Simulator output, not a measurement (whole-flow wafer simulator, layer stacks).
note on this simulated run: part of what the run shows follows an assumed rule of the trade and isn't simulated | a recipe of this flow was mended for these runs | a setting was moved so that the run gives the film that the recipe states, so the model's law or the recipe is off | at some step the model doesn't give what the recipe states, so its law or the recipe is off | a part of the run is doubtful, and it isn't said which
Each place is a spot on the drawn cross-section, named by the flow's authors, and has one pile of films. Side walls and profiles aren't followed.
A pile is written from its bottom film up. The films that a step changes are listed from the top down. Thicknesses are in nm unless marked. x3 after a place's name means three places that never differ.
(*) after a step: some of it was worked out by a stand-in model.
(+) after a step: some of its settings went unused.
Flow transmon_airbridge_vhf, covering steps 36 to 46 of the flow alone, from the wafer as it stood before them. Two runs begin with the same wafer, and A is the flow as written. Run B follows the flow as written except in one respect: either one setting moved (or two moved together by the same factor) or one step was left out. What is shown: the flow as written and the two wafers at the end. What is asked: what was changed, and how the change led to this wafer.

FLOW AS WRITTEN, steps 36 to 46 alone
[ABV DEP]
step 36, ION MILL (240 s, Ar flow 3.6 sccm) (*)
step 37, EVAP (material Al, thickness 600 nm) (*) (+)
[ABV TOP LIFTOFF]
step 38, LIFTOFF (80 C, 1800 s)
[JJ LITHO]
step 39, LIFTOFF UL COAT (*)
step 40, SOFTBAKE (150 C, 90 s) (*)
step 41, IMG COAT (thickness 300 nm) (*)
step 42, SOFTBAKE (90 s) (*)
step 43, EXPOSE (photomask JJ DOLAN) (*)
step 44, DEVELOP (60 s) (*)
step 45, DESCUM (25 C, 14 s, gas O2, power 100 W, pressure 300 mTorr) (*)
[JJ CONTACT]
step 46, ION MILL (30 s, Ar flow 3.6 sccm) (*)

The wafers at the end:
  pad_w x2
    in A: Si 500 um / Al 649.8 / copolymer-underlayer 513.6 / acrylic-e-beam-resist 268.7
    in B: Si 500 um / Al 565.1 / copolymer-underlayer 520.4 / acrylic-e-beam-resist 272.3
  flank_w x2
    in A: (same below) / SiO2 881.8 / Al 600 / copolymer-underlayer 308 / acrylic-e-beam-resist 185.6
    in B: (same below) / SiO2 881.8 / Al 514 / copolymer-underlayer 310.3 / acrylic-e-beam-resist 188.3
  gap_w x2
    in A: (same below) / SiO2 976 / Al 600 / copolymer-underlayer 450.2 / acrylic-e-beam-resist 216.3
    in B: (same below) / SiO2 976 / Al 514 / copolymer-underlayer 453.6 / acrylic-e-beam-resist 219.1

What caused this: step 37, EVAP: thickness 514 nm was run, while the flow as written has thickness 600 nm.
The wafer itself shows it: flank_w x2 has Al 514, and step 37 as written asks for 600 nm.

How this came from the change, step by step:
  step 37, EVAP (material Al, thickness 600 nm) (*) (+)
      field x3, jj_line, ground_far and 10 more: A Al gains 600 (new film) | B Al gains 514 (new film)
      pad_w x2: A Al gains 591.1 | B Al gains 506.4
  step 38, LIFTOFF (80 C, 1800 s)
      field x3, jj_line, trace_open_s x2: A Al loses 600 (all of it), i-line-resist loses 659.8 (all of it), lift-off-underlayer loses 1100 (all of it), acrylic-e-beam-resist loses 240 (all of it) | B Al loses 514 (all of it), i-line-resist loses 659.8 (all of it), lift-off-underlayer loses 1100 (all of it), acrylic-e-beam-resist loses 240 (all of it)
      margin_s, margin_n: A Al loses 600 (all of it), i-line-resist loses 378.2 (all of it), lift-off-underlayer loses 823.4 (all of it), acrylic-e-beam-resist loses 168.6 (all of it) | B Al loses 514 (all of it), i-line-resist loses 378.2 (all of it), lift-off-underlayer loses 823.4 (all of it), acrylic-e-beam-resist loses 168.6 (all of it)
      (also at 1 further place)
  step 39, LIFTOFF UL COAT (*)
      bridge_strip: A copolymer-underlayer gains 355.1 (new film) | B copolymer-underlayer gains 364.6 (new film)
  step 41, IMG COAT (thickness 300 nm) (*)
      bridge_strip: A acrylic-e-beam-resist gains 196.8 (new film) | B acrylic-e-beam-resist gains 201.8 (new film)
